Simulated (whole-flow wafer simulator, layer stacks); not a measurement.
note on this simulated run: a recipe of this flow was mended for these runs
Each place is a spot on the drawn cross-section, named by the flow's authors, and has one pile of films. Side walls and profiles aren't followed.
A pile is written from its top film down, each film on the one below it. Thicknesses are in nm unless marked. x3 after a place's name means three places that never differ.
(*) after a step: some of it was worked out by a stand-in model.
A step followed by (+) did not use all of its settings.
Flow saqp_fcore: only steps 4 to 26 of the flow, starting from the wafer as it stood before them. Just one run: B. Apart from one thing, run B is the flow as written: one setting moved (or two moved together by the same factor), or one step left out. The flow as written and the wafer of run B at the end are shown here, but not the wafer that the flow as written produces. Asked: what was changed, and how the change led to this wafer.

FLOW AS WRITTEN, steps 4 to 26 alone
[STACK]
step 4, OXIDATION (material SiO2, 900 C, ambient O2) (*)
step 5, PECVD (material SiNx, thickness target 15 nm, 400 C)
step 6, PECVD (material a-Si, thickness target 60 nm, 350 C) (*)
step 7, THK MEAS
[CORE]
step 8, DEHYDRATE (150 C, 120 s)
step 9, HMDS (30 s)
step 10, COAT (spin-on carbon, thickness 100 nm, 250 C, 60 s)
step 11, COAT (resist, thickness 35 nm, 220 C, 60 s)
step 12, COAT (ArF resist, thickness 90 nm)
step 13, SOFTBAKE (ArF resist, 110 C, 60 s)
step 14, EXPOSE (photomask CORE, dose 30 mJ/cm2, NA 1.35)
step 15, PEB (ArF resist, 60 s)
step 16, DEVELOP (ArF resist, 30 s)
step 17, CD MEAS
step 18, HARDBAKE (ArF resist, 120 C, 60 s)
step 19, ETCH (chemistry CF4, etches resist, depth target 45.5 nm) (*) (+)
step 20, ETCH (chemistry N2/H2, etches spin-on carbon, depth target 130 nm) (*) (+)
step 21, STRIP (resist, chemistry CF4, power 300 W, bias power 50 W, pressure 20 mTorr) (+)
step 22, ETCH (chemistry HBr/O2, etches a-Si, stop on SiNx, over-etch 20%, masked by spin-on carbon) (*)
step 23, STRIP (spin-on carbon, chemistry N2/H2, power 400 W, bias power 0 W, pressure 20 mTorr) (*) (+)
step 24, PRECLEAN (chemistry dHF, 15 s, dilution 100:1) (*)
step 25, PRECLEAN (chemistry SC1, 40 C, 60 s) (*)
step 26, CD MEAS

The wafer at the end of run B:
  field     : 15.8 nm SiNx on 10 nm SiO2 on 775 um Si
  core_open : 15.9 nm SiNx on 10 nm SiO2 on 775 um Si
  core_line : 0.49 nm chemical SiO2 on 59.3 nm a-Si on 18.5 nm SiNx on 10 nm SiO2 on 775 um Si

What caused this: step 5, PECVD: thickness target 18.5 nm was run, whereas the flow has thickness target 15 nm.
The wafer lets one read it off: core_line has SiNx 18.5, and step 5 as written asks for 15 nm.

The path from the change to this, step by step:
  step 5, PECVD (material SiNx, thickness target 15 nm, 400 C)
      field, core_open, core_line: SiNx gains 18.5 (new film) (in the flow as written it would be: SiNx gains 15 (new film))
